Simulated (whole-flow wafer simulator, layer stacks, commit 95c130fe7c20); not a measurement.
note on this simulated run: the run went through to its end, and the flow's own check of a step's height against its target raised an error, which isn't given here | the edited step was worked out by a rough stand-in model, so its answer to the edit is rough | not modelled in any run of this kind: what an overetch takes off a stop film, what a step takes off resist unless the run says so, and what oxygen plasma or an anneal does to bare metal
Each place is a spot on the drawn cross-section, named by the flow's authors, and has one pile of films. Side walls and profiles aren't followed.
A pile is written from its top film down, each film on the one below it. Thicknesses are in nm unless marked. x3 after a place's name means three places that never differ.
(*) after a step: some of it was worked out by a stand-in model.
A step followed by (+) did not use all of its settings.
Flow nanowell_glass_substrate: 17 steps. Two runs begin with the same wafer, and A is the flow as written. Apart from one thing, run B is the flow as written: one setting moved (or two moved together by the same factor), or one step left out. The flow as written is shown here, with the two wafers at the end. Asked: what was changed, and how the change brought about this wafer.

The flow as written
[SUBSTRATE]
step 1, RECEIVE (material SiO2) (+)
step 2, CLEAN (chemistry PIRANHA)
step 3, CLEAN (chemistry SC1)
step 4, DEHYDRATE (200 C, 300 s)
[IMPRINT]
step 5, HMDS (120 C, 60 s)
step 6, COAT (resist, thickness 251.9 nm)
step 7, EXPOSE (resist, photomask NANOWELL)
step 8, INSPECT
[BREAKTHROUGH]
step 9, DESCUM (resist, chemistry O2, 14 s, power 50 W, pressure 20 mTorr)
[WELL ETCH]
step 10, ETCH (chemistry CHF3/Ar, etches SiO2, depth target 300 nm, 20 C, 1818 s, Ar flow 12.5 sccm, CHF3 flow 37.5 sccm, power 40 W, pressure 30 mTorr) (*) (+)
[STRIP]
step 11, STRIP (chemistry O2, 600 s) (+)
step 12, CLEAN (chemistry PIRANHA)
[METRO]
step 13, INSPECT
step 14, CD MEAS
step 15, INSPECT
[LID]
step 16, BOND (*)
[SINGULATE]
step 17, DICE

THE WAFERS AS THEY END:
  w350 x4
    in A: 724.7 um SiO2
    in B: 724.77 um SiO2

What caused this: step 10, ETCH: depth target 232 nm was run, whereas the flow has depth target 300 nm.

How this came from the change, step by step:
  step 10, ETCH (chemistry CHF3/Ar, etches SiO2, depth target 300 nm, 20 C, 1818 s, Ar flow 12.5 sccm, CHF3 flow 37.5 sccm, power 40 W, pressure 30 mTorr) (*) (+)
      w350 x4: A -300 SiO2 | B -232 SiO2
      land: A -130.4 resist | B -121.3 resist
  step 11, STRIP (chemistry O2, 600 s) (+)
      land: A -125.9 resist (all of it) | B -135.1 resist (all of it)
